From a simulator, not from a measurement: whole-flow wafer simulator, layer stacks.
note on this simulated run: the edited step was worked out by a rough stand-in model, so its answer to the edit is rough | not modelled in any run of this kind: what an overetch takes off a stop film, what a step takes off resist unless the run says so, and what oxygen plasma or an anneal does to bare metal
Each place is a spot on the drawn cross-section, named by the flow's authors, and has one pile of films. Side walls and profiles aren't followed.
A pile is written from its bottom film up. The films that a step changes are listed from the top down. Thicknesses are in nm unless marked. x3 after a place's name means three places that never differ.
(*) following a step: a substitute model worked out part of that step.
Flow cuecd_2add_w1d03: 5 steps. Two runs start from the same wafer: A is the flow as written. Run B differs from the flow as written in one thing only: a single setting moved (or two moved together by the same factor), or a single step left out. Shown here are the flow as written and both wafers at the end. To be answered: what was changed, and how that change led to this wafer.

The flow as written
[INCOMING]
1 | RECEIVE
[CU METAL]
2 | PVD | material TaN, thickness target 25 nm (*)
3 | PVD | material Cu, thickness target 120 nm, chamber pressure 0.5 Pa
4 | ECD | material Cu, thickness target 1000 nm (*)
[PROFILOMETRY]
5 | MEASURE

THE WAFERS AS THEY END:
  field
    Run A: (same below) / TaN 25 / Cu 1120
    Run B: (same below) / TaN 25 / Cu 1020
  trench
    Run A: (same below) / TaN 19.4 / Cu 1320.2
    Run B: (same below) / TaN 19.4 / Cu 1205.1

What caused this: step 4, ECD: thickness target 900 nm was run, while the flow as written has thickness target 1000 nm.

Step by step, how the change led to this:
  4 | ECD | material Cu, thickness target 1000 nm (*)
      field: A +1000 Cu | B +900 Cu
      trench: A +1226.8 Cu | B +1111.6 Cu
